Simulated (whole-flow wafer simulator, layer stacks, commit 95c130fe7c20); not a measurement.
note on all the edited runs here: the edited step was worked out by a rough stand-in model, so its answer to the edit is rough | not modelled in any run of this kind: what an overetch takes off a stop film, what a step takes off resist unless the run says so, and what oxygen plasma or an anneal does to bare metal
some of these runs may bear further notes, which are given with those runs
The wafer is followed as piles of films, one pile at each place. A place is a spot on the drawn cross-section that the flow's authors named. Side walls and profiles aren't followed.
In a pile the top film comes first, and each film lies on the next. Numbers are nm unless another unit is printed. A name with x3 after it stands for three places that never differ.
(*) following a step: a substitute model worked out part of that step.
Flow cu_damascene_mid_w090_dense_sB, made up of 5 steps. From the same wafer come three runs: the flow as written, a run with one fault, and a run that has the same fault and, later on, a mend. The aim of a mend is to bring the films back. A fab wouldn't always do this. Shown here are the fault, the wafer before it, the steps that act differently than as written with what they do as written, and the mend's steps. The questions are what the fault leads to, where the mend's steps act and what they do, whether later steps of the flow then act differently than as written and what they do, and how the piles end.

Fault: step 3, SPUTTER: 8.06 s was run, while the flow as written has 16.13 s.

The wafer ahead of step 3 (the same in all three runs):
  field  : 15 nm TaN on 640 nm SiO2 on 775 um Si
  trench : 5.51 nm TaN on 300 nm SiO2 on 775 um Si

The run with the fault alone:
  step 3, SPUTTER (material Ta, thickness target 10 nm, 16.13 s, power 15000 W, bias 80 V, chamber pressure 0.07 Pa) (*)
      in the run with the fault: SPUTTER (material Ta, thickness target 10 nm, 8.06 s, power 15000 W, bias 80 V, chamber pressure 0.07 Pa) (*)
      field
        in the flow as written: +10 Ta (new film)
        in the run with the fault: +5 Ta (new film)
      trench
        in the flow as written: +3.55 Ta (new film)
        in the run with the fault: +1.77 Ta (new film)
  Every later step of the flow that is run acts as written, at every place that is followed, to within 2% or 0.5 nm, whichever is larger.
  By the end, the piles at field, trench depart from the flow's by more than 2% or 0.5 nm, whichever is larger.
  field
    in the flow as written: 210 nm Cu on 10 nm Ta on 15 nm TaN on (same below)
    in the run with the fault: 210 nm Cu on 5 nm Ta on 15 nm TaN on (same below)
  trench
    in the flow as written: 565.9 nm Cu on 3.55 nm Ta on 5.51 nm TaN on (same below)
    in the run with the fault: 562.7 nm Cu on 1.77 nm Ta on 5.51 nm TaN on (same below)

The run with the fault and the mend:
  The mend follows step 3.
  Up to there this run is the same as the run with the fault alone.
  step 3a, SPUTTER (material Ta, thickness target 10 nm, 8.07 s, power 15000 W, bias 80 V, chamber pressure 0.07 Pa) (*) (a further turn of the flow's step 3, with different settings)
      field
        +5 Ta
      trench
        +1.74 Ta
  Every later step of the flow that is run acts as written at every place that is followed.
  At the end the piles are close to the flow's at the places that both follow, differing by at most 2% or 0.5 nm, whichever is larger.
